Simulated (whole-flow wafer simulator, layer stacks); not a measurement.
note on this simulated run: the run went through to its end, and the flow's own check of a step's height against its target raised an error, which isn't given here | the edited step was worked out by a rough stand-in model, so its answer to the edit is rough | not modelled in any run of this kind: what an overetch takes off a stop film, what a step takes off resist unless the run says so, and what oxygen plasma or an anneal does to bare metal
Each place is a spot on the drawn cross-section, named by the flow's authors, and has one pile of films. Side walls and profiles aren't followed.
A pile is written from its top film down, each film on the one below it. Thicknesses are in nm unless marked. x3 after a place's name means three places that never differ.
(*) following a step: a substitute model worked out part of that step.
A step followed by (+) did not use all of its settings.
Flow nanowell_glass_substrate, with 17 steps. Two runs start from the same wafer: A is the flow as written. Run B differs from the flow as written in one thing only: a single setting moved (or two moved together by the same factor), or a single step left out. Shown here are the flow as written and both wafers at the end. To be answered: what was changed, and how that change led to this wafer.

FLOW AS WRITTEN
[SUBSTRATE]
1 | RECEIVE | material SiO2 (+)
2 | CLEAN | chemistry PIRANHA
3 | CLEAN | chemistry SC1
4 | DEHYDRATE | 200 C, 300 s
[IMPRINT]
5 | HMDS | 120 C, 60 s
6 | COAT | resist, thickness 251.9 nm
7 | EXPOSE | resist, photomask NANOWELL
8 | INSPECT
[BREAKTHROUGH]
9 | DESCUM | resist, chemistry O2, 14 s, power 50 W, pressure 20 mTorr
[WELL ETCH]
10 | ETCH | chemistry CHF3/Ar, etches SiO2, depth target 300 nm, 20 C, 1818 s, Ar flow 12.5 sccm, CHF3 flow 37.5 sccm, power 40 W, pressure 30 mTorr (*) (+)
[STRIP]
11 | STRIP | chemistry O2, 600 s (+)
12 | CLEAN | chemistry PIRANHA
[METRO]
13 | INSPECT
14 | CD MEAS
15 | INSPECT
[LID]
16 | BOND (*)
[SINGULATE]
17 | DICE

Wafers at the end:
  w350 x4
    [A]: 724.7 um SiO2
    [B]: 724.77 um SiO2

Cause: step 10, ETCH: depth target 232 nm was run, though the flow has depth target 300 nm; step 10, ETCH: 1409 s was run, where the flow has 1818 s.

Step by step, how the change led to this:
  10 | ETCH | chemistry CHF3/Ar, etches SiO2, depth target 300 nm, 20 C, 1818 s, Ar flow 12.5 sccm, CHF3 flow 37.5 sccm, power 40 W, pressure 30 mTorr (*) (+)
      w350 x4: A SiO2 loses 300 | B SiO2 loses 232
      land: A resist loses 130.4 | B resist loses 100.9
  11 | STRIP | chemistry O2, 600 s (+)
      land: A resist loses 125.9 (all of it) | B resist loses 155.5 (all of it)
